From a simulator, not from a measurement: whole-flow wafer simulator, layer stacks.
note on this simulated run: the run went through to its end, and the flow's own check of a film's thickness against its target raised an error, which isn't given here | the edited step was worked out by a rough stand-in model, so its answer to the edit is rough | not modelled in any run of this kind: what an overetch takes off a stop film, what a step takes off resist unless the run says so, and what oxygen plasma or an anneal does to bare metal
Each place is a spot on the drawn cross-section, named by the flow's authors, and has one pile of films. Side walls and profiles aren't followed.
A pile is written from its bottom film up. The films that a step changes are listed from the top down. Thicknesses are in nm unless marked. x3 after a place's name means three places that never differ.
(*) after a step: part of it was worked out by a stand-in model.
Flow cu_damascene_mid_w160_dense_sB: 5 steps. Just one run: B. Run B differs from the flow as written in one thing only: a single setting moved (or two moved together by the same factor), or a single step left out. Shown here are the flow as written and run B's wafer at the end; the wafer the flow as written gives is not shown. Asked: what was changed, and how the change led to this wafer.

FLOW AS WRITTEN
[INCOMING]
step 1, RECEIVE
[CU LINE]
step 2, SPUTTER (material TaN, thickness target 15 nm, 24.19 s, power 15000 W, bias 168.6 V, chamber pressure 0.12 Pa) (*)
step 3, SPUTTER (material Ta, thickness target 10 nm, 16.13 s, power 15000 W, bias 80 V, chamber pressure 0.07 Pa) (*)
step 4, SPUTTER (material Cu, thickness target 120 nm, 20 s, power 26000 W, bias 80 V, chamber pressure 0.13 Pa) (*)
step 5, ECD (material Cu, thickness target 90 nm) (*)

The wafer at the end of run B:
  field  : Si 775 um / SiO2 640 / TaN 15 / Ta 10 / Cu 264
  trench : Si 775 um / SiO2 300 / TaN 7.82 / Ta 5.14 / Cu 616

The reason: step 5, ECD: thickness target 144 nm was run, while the flow as written has thickness target 90 nm.

Step by step, how the change led to this:
  step 5, ECD (material Cu, thickness target 90 nm) (*)
      field: Cu gains 144 (it would be, as written: Cu gains 90)
      trench: Cu gains 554 (it would be, as written: Cu gains 500)
